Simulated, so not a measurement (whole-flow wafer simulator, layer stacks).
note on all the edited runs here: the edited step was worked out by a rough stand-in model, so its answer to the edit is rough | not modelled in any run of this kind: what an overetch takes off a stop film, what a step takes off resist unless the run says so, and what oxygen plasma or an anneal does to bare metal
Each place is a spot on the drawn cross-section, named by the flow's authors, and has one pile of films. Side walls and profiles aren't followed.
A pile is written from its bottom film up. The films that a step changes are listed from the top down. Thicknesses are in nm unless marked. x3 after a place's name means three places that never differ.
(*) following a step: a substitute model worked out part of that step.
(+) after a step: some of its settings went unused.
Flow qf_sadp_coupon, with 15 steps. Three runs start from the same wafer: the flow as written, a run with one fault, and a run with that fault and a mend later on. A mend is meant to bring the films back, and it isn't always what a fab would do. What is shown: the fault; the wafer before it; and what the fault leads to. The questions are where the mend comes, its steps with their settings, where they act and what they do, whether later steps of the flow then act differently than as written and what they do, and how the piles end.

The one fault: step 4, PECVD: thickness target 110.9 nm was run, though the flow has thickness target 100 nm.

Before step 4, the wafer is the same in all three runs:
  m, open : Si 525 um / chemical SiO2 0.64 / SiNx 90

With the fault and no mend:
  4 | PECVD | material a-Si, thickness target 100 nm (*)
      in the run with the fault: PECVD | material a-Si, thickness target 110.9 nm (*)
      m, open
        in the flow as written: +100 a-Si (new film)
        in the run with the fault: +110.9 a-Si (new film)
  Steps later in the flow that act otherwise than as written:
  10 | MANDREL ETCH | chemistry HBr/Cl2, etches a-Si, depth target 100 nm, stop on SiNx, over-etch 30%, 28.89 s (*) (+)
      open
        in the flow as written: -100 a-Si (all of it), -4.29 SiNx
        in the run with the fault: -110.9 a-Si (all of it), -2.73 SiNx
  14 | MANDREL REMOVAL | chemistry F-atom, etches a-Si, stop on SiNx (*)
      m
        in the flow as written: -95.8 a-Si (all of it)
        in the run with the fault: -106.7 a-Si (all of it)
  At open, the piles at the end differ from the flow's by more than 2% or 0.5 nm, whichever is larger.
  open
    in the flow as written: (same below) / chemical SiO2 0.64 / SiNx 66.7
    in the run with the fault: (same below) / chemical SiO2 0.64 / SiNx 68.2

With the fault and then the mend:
  The mend follows step 4.
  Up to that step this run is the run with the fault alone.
  4a | ETCH | chemistry tmah, depth target 127.5 nm
      m, open
        -110.9 a-Si (all of it)
  4b | PECVD | material a-Si, thickness target 100 nm (*) (a further turn of the flow's step 4)
      m, open
        +100 a-Si (new film)
  Every later step of the flow that is run acts as written at every place that is followed.
  The piles end the same as the flow's at every place that both follow.
